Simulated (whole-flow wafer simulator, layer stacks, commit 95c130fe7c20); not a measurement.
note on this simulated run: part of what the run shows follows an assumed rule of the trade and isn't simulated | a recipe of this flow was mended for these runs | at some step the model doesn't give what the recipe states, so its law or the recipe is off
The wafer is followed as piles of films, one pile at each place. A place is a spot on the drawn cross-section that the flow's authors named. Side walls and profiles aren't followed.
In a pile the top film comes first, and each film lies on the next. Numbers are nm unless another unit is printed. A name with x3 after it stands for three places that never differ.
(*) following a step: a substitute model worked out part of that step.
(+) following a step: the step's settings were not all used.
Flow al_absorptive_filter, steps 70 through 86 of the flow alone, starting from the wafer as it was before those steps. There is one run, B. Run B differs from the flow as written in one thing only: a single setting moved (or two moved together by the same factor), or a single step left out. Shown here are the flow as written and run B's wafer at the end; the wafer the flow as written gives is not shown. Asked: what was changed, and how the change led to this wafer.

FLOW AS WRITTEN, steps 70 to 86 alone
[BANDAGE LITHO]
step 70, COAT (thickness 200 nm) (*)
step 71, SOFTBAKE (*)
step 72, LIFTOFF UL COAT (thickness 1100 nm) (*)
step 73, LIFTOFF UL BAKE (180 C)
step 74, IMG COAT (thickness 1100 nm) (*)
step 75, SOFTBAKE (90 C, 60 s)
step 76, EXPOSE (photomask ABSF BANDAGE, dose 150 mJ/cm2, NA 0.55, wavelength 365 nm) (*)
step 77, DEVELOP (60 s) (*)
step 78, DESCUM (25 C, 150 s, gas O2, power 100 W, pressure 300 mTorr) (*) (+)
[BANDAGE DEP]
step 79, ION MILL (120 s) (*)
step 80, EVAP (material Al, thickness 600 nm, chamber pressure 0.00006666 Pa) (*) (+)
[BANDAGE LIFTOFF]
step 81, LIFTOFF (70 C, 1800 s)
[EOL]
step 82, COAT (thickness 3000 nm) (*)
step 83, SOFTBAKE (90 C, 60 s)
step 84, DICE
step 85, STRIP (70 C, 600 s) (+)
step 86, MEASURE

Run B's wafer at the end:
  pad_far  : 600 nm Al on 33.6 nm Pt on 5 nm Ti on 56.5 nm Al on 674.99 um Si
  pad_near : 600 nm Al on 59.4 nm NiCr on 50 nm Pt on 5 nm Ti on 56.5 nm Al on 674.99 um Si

The reason: step 79, ION MILL: 134 s was run, while the flow as written has 120 s.

Step by step, how the change led to this:
  step 79, ION MILL (120 s) (*)
      gnd, ledge, res and 9 more: i-line-resist loses 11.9 (it would be, as written: i-line-resist loses 10.7)
      pad_far: Pt loses 16.4 (it would be, as written: Pt loses 14.7)
      (as well as at 1 more place)
